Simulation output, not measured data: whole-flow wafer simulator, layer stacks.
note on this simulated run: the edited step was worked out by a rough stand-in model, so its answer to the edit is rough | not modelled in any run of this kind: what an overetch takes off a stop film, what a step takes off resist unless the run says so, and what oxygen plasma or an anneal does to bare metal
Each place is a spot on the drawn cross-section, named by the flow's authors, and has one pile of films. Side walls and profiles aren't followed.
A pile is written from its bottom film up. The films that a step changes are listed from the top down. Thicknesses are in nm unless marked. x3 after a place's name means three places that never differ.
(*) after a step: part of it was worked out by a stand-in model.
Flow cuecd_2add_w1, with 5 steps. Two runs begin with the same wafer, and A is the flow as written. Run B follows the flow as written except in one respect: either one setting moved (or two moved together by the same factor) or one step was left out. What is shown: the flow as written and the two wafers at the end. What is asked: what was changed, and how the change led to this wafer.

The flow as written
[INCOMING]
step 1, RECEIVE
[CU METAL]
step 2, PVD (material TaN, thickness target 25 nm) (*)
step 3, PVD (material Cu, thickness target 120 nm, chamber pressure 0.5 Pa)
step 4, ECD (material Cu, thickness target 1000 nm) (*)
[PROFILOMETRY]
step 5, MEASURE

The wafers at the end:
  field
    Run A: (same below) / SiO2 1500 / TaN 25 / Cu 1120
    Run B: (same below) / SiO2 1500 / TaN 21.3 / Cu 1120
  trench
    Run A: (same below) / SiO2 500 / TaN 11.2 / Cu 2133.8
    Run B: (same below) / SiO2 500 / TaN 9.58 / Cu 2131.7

The reason: step 2, PVD: thickness target 21.3 nm was run, whereas the flow has thickness target 25 nm.
One can read it off the wafer: field has TaN 21.3, and step 2 as written asks for 25 nm.

How this came from the change, step by step:
  step 2, PVD (material TaN, thickness target 25 nm) (*)
      field: A +25 TaN (new film) | B +21.3 TaN (new film)
      trench: A +11.2 TaN (new film) | B +9.58 TaN (new film)
